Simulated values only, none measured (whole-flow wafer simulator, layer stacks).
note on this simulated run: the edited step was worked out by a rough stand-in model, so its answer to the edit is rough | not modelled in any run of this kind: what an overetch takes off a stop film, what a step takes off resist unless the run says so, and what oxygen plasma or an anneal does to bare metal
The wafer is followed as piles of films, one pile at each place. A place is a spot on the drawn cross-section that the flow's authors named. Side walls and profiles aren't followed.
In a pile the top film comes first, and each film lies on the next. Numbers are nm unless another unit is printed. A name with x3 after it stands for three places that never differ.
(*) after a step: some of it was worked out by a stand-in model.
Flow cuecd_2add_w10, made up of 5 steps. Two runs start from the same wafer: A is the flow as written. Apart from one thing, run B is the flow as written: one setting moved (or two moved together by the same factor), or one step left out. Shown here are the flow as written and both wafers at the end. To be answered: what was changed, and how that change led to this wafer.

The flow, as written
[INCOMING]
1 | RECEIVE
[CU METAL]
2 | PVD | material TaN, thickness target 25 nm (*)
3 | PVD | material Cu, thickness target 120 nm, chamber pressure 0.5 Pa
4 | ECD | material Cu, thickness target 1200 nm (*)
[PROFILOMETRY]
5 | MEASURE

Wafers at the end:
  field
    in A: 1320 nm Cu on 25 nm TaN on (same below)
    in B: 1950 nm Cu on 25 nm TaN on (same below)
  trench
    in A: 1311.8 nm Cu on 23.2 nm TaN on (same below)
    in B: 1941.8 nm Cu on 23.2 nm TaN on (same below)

Cause: step 4, ECD: thickness target 1830 nm was run, whereas the flow has thickness target 1200 nm.

Step by step, how the change led to this:
  4 | ECD | material Cu, thickness target 1200 nm (*)
      field, trench: A Cu gains 1200 | B Cu gains 1830
